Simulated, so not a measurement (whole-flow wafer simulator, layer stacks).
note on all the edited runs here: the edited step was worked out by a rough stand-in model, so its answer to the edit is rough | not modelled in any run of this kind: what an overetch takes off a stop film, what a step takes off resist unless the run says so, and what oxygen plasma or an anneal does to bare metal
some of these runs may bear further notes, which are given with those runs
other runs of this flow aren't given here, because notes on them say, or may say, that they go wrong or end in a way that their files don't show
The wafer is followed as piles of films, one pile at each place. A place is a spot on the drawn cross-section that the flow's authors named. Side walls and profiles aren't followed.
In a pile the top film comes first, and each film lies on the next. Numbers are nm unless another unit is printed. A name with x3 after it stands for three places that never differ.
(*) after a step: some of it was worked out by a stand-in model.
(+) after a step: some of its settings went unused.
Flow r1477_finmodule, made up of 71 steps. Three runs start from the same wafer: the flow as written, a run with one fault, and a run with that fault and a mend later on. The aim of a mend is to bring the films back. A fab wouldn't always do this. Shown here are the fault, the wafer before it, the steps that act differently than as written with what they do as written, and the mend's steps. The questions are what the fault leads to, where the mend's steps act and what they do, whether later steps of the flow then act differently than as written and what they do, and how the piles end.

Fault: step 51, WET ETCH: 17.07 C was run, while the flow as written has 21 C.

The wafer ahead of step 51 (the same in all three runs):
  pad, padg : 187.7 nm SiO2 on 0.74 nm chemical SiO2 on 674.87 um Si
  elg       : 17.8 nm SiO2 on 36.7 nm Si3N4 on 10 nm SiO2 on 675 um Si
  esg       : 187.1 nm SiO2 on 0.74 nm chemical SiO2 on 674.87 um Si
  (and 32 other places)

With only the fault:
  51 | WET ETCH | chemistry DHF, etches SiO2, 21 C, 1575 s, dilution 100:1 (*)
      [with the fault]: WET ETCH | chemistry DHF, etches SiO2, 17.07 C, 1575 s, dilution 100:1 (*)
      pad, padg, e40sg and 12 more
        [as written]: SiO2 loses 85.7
        [with the fault]: SiO2 loses 72.8
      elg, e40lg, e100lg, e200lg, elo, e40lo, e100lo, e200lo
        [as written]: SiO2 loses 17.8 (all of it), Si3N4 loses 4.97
        [with the fault]: SiO2 loses 17.8 (all of it), Si3N4 loses 3.6
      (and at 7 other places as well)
  Later steps of the flow acting differently than as written (1 more step, not shown, differs only slightly: by at most 2% or 0.5 nm, whichever is larger):
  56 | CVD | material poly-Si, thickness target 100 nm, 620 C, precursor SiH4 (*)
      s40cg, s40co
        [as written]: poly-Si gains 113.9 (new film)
        [with the fault]: poly-Si gains 102 (new film)
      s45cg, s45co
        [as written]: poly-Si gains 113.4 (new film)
        [with the fault]: poly-Si gains 101.5 (new film)
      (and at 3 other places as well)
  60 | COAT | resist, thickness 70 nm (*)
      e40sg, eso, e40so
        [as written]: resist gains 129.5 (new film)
        [with the fault]: resist gains 118.6 (new film)
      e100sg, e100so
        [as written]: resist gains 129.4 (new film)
        [with the fault]: resist gains 118.5 (new film)
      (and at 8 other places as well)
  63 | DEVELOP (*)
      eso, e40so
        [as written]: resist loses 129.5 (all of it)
        [with the fault]: resist loses 118.6 (all of it)
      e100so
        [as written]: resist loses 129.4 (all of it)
        [with the fault]: resist loses 118.5 (all of it)
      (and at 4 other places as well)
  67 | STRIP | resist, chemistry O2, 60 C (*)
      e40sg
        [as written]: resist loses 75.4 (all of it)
        [with the fault]: resist loses 64.5 (all of it)
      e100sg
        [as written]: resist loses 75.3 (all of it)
        [with the fault]: resist loses 64.4 (all of it)
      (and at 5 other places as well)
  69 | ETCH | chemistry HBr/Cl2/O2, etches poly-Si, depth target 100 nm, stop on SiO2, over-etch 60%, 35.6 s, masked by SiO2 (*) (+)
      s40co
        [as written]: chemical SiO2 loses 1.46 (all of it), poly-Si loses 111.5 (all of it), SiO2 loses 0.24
        [with the fault]: chemical SiO2 loses 1.4 (all of it), poly-Si loses 99.6 (all of it), SiO2 loses 0.32
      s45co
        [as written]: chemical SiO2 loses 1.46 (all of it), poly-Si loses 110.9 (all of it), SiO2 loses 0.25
        [with the fault]: chemical SiO2 loses 1.4 (all of it), poly-Si loses 99.1 (all of it), SiO2 loses 0.35
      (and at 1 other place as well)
  At pad, padg, elg and 27 more, the piles at the end differ from the flow's by more than 2% or 0.5 nm, whichever is larger.
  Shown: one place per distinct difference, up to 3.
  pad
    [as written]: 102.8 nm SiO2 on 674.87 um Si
    [with the fault]: 115.7 nm SiO2 on 674.87 um Si
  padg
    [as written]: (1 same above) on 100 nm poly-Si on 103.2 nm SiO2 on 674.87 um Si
    [with the fault]: (1 same above) on 100 nm poly-Si on 116.1 nm SiO2 on 674.87 um Si
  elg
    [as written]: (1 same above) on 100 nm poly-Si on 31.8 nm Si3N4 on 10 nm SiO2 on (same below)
    [with the fault]: (1 same above) on 100 nm poly-Si on 33.1 nm Si3N4 on 10 nm SiO2 on (same below)

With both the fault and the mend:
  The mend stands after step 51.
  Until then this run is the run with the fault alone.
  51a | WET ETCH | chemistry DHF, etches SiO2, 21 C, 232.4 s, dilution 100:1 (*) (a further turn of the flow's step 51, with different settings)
      pad, padg, e40sg and 12 more
        SiO2 loses 12.6
      elg, e40lg, e100lg, e200lg, elo, e40lo, e100lo, e200lo
        Si3N4 loses 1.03
      esg, s40cg, s45cg, s50cg, s40co, s45co, s50co
        SiO2 loses 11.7
  None of the later steps of the flow differs from how it acts as written, at any place that is followed, by more than 2% or 0.5 nm, whichever is larger.
  The piles end only slightly different from the flow's at the places that both follow, by no more than 2% or 0.5 nm, whichever is larger.
